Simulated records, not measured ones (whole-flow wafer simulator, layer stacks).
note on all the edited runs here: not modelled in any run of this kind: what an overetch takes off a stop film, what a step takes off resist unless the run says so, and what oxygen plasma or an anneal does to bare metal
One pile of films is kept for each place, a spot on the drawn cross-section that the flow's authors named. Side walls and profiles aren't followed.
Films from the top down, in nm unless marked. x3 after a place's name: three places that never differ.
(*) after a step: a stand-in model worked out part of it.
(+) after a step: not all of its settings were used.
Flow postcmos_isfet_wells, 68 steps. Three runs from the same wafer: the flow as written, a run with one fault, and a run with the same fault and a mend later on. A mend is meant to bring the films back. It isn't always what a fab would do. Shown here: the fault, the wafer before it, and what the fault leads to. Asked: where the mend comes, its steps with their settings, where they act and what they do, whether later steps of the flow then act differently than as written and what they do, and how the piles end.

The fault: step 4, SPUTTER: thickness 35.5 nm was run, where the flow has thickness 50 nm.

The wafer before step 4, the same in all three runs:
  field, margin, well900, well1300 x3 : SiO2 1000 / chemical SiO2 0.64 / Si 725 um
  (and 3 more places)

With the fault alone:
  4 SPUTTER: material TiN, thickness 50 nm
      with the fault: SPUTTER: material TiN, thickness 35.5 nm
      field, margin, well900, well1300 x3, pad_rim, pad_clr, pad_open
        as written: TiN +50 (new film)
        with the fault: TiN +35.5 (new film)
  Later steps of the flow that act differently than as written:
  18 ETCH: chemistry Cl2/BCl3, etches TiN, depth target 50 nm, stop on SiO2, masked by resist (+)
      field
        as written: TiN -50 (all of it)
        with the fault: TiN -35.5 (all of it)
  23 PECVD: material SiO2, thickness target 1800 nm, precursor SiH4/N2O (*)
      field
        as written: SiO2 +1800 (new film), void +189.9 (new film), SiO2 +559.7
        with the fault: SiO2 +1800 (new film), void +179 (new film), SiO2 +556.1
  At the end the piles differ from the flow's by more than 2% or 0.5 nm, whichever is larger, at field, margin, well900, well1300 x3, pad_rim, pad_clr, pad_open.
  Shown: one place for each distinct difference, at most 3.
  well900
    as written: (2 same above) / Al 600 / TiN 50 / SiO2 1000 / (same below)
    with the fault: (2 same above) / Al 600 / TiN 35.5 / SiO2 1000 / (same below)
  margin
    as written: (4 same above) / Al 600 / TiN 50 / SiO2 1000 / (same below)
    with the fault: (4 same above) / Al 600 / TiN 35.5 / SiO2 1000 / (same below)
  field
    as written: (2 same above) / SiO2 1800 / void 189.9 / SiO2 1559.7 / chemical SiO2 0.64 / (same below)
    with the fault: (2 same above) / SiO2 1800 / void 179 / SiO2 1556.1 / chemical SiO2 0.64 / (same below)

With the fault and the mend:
  The mend comes after step 4.
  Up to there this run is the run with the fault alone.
  4a SPUTTER: material TiN, thickness 14.5 nm (the flow's step 4 once more, with other settings)
      field, margin, well900, well1300 x3, pad_rim, pad_clr, pad_open
        TiN +14.5
  No later step of the flow acts differently than as written at any place that is followed.
  At the end the piles are the same as the flow's at every place that both follow.
